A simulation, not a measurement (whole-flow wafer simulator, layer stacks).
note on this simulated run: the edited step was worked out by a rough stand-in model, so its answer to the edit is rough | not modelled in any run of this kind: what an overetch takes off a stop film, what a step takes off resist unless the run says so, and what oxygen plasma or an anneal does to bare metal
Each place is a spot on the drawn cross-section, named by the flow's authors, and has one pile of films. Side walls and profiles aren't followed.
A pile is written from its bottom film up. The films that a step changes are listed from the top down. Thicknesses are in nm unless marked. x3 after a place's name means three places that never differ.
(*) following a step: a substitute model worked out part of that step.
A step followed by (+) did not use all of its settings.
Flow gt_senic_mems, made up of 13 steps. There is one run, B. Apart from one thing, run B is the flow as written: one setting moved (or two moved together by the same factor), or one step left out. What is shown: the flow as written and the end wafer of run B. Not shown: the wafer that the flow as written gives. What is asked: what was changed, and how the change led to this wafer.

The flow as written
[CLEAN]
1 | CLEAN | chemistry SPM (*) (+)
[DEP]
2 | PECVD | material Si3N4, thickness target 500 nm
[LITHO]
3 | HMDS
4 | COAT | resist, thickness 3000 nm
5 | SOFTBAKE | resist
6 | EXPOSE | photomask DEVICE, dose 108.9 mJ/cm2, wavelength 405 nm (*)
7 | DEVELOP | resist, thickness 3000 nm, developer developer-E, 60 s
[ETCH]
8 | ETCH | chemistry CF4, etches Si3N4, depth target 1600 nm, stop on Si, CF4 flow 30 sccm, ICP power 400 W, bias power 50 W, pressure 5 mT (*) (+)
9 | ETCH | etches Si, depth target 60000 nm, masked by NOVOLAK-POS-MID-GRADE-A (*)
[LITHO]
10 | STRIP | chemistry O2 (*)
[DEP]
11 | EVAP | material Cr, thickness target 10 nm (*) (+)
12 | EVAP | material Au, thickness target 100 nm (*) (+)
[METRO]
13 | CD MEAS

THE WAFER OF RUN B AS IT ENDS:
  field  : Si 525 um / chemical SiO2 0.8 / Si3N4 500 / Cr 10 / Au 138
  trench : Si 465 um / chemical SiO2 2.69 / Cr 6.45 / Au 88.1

The reason: step 12, EVAP: thickness target 138 nm was run, while the flow as written has thickness target 100 nm.
The wafer lets one read it off: field has Au 138, and step 12 as written asks for 100 nm.

How this came from the change, step by step:
  12 | EVAP | material Au, thickness target 100 nm (*) (+)
      field: Au gains 138 (new film) (as written it would have been: Au gains 100 (new film))
      trench: Au gains 88.1 (new film) (as written it would have been: Au gains 64.1 (new film))
